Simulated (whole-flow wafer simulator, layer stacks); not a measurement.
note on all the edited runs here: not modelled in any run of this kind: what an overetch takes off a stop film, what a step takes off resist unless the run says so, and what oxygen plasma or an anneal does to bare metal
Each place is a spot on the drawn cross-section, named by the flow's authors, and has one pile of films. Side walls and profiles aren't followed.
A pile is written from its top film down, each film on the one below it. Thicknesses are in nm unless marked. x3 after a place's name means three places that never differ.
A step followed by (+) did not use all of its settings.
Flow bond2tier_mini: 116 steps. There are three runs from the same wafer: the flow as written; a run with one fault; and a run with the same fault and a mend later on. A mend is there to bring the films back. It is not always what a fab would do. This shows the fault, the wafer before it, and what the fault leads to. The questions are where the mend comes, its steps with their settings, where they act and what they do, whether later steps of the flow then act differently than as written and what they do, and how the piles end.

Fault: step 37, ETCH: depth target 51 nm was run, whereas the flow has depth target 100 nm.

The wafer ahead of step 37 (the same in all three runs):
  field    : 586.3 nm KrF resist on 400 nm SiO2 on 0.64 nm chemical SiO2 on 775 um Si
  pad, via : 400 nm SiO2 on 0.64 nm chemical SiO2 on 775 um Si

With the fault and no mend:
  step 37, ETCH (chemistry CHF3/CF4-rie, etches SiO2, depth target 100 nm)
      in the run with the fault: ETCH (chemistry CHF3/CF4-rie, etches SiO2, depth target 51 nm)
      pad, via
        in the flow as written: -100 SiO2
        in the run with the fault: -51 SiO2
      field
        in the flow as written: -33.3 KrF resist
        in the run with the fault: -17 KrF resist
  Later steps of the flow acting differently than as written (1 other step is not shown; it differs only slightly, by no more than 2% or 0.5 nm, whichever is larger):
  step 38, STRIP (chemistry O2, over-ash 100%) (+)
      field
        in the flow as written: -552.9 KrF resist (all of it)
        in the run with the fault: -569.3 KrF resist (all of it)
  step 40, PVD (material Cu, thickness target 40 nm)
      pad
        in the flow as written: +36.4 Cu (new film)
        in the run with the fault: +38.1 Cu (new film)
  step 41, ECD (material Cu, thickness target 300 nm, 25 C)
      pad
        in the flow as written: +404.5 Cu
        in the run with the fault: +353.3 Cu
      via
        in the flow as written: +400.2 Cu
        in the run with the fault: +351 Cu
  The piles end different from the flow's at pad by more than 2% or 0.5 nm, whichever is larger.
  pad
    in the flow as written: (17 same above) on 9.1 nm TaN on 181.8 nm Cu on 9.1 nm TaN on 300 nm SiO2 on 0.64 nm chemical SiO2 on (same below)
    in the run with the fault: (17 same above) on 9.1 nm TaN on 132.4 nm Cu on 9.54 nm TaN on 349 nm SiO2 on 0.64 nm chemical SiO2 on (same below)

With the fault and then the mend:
  The mend follows step 37.
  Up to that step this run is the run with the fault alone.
  step 37a, ETCH (chemistry CHF3/CF4-rie, etches SiO2, depth target 49 nm) (the flow's step 37, run once more with other settings)
      pad, via
        -49 SiO2
      field
        -16.3 KrF resist
  None of the later steps of the flow acts differently than as written at any place that is followed.
  By the end, the piles equal the flow's at every place that both follow.
